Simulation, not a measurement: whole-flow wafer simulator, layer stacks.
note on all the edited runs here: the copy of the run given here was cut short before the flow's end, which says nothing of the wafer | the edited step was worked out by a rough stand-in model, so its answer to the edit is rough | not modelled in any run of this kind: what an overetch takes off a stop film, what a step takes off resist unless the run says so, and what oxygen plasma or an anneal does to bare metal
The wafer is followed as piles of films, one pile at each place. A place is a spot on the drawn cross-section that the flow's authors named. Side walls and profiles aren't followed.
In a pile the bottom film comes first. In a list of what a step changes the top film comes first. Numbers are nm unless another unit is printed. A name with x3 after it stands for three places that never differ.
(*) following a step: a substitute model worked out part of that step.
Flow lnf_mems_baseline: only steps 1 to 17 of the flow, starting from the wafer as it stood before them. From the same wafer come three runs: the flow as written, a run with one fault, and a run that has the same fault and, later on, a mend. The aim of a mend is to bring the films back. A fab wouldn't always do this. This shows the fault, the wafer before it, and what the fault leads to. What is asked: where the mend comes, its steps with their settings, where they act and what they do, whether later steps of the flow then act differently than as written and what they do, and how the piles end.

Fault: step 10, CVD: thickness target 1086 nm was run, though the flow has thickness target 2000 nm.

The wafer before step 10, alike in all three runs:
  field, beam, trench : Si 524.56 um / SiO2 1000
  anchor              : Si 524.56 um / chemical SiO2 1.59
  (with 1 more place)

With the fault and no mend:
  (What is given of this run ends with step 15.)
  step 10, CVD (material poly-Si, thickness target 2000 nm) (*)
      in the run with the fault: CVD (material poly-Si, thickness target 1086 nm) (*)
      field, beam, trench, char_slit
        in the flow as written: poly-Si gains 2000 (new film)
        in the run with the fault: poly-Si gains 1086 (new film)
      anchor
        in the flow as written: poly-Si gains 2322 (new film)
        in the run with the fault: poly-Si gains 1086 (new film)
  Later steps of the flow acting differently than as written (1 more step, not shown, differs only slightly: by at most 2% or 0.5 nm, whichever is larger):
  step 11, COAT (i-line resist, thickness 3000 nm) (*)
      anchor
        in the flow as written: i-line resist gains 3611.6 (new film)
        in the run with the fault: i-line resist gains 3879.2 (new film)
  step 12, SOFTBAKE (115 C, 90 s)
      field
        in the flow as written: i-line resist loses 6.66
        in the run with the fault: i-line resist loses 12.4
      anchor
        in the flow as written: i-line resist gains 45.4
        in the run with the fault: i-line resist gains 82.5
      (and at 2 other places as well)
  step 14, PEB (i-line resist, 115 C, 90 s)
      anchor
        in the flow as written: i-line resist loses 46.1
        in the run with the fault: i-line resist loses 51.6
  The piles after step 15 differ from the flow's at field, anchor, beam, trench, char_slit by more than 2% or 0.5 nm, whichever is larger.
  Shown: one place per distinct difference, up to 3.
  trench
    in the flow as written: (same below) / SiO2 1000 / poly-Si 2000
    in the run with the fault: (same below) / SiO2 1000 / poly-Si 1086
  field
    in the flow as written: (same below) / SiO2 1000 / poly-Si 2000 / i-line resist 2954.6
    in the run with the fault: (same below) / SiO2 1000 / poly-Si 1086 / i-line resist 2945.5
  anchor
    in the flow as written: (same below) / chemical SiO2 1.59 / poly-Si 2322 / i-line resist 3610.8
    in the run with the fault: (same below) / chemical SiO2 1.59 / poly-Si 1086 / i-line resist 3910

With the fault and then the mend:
  The mend follows step 10.
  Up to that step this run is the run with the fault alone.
  step 10a, ETCH (chemistry tmah, depth target 1399 nm)
      field, anchor, beam, trench, char_slit
        poly-Si loses 1086 (all of it)
  step 10b, CLEAN (chemistry SC1/SC2) (the flow's step 1 again)
      alters no film at any place that is followed
  step 10c, CVD (material poly-Si, thickness target 2000 nm) (*) (the flow's step 10 again)
      field, beam, trench, char_slit
        poly-Si gains 2000 (new film)
      anchor
        poly-Si gains 2322 (new film)
  None of the later steps of the flow acts differently than as written at any place that is followed.
  By the end, the piles equal the flow's at every place that both follow.
